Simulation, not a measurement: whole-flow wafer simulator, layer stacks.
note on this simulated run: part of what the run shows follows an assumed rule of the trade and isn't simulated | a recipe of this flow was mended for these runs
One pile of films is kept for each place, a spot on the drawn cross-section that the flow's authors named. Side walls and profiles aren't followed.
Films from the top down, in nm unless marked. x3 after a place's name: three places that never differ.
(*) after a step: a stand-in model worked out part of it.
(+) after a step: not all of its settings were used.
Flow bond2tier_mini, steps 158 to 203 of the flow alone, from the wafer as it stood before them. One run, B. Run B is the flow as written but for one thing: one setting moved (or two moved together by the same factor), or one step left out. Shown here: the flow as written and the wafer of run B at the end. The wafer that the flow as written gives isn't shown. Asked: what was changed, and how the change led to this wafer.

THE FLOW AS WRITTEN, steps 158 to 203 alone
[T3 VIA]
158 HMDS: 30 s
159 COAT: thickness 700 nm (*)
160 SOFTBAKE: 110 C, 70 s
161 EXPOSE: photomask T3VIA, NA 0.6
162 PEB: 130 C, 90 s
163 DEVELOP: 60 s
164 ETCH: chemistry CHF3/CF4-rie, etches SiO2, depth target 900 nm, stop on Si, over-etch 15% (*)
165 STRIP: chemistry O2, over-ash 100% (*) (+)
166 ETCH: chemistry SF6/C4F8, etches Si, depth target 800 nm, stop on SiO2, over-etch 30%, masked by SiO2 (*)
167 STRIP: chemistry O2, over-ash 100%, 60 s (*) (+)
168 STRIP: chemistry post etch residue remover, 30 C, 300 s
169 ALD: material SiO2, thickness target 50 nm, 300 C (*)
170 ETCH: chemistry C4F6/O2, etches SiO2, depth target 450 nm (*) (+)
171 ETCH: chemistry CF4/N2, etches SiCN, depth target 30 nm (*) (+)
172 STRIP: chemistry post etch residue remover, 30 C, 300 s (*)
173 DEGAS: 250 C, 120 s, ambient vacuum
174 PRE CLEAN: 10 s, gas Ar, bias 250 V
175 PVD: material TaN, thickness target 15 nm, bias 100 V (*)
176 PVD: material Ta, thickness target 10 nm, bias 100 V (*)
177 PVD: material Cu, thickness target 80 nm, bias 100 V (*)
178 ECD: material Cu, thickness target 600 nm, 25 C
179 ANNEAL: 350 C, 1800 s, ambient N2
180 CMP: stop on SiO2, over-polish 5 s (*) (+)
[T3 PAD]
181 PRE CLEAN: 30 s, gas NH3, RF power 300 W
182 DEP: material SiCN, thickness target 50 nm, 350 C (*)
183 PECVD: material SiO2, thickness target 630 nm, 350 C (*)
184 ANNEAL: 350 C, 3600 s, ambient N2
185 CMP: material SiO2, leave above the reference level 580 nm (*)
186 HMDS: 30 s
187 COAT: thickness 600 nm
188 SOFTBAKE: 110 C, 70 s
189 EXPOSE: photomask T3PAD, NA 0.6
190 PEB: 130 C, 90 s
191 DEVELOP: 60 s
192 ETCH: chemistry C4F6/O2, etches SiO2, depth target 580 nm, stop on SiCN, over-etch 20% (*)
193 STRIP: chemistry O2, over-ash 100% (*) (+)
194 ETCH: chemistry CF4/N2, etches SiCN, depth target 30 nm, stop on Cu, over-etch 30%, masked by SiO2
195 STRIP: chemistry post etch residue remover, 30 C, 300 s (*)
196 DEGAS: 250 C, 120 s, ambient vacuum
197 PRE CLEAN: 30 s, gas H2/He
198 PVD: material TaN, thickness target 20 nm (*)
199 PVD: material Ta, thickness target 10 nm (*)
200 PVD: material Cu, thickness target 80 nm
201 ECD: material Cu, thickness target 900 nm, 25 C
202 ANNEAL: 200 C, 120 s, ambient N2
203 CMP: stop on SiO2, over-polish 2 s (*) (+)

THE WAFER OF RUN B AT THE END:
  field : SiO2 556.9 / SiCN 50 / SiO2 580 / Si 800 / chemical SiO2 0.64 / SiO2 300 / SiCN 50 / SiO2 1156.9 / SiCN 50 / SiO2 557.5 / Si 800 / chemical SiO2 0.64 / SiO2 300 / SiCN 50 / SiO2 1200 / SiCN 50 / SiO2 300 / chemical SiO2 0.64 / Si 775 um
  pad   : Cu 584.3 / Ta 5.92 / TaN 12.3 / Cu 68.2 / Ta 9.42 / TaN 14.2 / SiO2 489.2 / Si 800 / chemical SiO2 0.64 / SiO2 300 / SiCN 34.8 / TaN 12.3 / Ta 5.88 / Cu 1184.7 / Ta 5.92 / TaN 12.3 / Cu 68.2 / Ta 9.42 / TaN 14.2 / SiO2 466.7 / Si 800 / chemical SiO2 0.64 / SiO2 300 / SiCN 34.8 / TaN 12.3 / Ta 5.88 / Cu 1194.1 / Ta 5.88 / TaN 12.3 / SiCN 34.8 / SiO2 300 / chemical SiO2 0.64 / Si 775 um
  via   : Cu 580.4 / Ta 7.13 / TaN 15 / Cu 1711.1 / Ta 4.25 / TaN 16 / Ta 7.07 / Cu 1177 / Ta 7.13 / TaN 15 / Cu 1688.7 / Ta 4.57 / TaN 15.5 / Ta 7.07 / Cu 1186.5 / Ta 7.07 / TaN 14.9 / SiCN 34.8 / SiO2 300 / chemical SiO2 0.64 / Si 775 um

The cause: step 169, ALD: thickness target 72.5 nm was run, where the flow has thickness target 50 nm.

How the change led to this, step by step:
  169 ALD: material SiO2, thickness target 50 nm, 300 C (*)
      field, pad, via: SiO2 +72.5 (as written it would be: SiO2 +50)
  170 ETCH: chemistry C4F6/O2, etches SiO2, depth target 450 nm (*) (+)
      via: SiO2 -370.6 (all of it), SiCN -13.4 (as written it would be: SiO2 -348.1 (all of it), SiCN -17.2)
  171 ETCH: chemistry CF4/N2, etches SiCN, depth target 30 nm (*) (+)
      via: SiCN -21.4 (all of it), TaN -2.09 (as written it would be: SiCN -17.6 (all of it), TaN -3.01)
  177 PVD: material Cu, thickness target 80 nm, bias 100 V (*)
      via: Cu +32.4 (new film) (as written it would be: Cu +35 (new film))
